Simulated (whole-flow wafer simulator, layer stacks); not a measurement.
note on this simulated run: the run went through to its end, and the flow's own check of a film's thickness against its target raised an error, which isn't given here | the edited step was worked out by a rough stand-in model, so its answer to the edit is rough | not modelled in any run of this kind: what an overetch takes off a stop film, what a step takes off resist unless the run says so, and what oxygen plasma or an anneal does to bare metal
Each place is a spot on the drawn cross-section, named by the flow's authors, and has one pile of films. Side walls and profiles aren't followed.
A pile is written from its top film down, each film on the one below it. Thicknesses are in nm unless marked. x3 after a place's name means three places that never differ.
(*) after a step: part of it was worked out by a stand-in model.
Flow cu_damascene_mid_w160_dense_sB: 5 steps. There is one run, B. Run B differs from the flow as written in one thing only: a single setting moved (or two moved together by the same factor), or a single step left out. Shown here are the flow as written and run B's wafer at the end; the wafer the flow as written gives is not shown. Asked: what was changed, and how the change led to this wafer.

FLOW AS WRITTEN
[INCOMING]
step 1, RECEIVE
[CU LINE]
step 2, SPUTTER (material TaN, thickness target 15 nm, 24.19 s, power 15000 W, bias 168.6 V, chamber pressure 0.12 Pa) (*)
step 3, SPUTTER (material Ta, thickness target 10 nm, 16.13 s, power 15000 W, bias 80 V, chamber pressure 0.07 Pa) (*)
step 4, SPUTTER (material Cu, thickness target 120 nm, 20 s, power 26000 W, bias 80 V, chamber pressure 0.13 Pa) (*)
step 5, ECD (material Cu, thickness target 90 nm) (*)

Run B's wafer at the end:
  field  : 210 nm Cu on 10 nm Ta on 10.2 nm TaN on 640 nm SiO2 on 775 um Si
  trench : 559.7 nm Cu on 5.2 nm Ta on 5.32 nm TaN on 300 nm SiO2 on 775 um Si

The reason: step 2, SPUTTER: thickness target 10.2 nm was run, though the flow has thickness target 15 nm; step 2, SPUTTER: 16.4 s was run, where the flow has 24.19 s.
One can read it off the wafer: field has TaN 10.2, and step 2 as written asks for 15 nm.

The path from the change to this, step by step:
  step 2, SPUTTER (material TaN, thickness target 15 nm, 24.19 s, power 15000 W, bias 168.6 V, chamber pressure 0.12 Pa) (*)
      field: TaN gains 10.2 (new film) (in the flow as written it would be: TaN gains 15 (new film))
      trench: TaN gains 5.32 (new film) (in the flow as written it would be: TaN gains 7.82 (new film))
